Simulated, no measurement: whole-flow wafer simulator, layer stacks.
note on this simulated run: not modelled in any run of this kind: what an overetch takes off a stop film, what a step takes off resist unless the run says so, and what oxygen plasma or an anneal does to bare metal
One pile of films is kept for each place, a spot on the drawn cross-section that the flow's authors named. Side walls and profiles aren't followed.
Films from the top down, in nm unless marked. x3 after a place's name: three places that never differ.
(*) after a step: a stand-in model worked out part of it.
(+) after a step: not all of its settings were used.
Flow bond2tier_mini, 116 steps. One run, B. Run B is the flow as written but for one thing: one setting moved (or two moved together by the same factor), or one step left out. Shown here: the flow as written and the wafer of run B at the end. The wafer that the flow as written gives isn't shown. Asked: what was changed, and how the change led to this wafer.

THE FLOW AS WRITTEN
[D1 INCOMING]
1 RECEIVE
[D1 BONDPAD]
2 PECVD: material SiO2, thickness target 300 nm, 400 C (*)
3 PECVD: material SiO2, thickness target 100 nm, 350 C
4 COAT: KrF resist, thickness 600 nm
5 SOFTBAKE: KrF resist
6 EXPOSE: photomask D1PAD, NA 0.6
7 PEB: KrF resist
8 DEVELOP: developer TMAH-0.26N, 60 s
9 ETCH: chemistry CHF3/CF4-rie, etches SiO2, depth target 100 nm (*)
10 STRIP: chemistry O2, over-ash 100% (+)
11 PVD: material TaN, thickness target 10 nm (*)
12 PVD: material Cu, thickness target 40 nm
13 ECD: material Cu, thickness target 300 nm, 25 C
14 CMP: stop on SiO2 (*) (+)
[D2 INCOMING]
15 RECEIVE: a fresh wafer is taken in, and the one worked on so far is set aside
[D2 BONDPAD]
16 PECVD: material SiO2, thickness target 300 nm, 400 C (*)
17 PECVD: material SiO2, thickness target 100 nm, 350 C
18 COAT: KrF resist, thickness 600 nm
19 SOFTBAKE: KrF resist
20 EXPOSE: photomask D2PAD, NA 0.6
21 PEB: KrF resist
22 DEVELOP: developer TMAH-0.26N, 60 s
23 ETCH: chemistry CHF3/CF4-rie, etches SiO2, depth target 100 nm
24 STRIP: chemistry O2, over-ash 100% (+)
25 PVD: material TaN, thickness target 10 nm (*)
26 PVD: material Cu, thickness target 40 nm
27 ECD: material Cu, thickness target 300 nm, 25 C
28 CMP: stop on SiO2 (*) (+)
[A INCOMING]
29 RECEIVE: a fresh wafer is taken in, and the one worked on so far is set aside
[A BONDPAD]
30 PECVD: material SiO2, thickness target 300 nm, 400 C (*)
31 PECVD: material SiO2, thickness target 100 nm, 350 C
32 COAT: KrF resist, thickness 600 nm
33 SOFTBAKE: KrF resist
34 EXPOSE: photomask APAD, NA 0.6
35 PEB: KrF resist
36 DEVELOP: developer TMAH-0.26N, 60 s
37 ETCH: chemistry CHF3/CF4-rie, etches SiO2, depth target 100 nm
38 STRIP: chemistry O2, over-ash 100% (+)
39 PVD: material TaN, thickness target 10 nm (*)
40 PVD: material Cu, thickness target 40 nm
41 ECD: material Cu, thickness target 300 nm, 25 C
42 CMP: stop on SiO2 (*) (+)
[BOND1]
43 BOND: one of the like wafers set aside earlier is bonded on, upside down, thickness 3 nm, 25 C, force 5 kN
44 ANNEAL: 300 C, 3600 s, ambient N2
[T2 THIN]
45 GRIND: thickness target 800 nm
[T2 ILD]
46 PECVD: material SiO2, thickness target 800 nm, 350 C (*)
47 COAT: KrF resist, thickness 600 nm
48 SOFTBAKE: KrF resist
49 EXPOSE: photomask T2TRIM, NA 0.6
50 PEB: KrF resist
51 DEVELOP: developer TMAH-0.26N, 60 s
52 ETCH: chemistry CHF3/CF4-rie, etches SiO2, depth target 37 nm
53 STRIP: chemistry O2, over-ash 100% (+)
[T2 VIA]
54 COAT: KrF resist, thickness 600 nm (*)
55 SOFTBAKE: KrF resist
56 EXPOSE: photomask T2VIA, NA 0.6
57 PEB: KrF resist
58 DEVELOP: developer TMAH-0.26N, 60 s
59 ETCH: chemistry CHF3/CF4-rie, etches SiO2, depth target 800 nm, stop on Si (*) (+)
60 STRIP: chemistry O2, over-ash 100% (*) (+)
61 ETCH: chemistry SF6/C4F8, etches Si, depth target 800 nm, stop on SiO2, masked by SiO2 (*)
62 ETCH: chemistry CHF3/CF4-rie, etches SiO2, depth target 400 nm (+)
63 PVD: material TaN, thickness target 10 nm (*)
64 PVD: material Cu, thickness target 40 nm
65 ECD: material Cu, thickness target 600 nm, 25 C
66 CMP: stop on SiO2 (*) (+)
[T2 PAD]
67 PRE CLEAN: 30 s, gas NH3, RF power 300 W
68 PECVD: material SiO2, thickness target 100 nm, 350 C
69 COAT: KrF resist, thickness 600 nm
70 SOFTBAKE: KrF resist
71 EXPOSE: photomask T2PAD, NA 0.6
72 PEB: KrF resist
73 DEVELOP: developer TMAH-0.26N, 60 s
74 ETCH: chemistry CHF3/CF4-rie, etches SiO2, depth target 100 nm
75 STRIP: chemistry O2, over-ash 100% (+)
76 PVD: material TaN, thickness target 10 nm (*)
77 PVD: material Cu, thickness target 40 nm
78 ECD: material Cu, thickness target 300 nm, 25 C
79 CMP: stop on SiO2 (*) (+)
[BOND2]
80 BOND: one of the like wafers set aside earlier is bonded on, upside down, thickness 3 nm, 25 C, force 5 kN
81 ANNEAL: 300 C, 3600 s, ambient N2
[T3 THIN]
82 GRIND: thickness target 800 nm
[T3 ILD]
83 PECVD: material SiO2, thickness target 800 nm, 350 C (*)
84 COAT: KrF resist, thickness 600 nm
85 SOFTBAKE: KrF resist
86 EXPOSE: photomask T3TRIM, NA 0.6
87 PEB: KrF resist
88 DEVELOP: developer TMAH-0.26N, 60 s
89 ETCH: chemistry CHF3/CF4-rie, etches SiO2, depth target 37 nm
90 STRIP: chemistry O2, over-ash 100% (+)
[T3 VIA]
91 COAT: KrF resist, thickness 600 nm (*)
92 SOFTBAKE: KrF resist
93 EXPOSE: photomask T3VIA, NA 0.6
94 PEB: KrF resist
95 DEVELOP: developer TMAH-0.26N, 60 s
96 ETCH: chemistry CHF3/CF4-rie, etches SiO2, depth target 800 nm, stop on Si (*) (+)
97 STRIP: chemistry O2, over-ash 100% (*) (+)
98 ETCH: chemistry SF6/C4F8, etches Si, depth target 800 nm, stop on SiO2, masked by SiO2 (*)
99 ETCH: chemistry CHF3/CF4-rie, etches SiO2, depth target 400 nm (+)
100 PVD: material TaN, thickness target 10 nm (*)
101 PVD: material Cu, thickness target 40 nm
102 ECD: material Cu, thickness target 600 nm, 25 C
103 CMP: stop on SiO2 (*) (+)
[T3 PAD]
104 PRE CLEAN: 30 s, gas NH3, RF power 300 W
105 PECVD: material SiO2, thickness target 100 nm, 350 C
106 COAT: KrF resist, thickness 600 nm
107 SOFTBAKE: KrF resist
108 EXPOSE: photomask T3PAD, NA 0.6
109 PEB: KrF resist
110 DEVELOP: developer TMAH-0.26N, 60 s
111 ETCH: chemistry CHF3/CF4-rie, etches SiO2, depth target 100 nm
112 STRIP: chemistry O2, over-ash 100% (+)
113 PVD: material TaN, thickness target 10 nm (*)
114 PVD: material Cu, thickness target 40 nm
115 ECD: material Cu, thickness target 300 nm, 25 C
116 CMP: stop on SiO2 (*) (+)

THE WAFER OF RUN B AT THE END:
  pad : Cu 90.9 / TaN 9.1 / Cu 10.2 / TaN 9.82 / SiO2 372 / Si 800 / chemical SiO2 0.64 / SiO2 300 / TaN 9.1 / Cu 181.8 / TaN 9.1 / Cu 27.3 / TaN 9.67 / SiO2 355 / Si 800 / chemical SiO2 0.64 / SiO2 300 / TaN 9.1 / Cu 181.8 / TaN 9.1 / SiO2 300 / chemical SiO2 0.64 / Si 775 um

The cause: step 89, ETCH: depth target 20 nm was run, where the flow has depth target 37 nm.

How the change led to this, step by step:
  89 ETCH: chemistry CHF3/CF4-rie, etches SiO2, depth target 37 nm
      field: KrF resist -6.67 (as written it would be: KrF resist -12.3)
      pad: SiO2 -20 (as written it would be: SiO2 -37)
  97 STRIP: chemistry O2, over-ash 100% (*) (+)
      field: KrF resist -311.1 (all of it) (as written it would be: KrF resist -303.9 (all of it))
      pad: KrF resist -328.4 (all of it) (as written it would be: KrF resist -336 (all of it))
  102 ECD: material Cu, thickness target 600 nm, 25 C
      pad: Cu +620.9 (as written it would be: Cu +638.7)
